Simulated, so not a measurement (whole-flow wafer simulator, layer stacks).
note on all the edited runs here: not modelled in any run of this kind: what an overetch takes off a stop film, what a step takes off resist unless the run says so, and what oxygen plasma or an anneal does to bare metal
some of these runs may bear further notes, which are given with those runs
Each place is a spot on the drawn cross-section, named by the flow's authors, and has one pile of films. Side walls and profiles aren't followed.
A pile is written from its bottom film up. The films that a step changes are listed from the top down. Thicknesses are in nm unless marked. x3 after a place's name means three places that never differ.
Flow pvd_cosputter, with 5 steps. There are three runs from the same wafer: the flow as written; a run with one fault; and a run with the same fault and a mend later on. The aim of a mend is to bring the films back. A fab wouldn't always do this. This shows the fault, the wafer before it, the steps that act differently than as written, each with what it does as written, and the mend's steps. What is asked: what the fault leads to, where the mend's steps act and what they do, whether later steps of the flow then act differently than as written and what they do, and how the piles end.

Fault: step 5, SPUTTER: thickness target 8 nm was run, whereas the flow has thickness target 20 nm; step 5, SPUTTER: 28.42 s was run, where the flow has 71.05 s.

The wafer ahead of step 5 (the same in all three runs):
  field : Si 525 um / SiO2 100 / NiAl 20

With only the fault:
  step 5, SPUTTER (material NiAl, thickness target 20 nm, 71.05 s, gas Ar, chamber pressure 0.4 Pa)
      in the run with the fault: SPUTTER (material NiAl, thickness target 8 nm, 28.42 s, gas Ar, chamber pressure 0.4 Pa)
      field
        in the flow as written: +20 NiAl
        in the run with the fault: +8 NiAl
  Every later step of the flow that is run acts as written at every place that is followed.
  At field, the piles at the end differ from the flow's by more than 2% or 0.5 nm, whichever is larger.
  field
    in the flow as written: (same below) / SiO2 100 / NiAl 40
    in the run with the fault: (same below) / SiO2 100 / NiAl 28

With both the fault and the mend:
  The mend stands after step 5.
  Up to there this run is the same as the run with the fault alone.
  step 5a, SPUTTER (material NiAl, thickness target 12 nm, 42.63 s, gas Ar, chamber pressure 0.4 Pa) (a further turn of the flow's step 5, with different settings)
      field
        +12 NiAl
  Every later step of the flow that is run acts as written at every place that is followed.
  At every place that both follow, the piles at the end match the flow's.
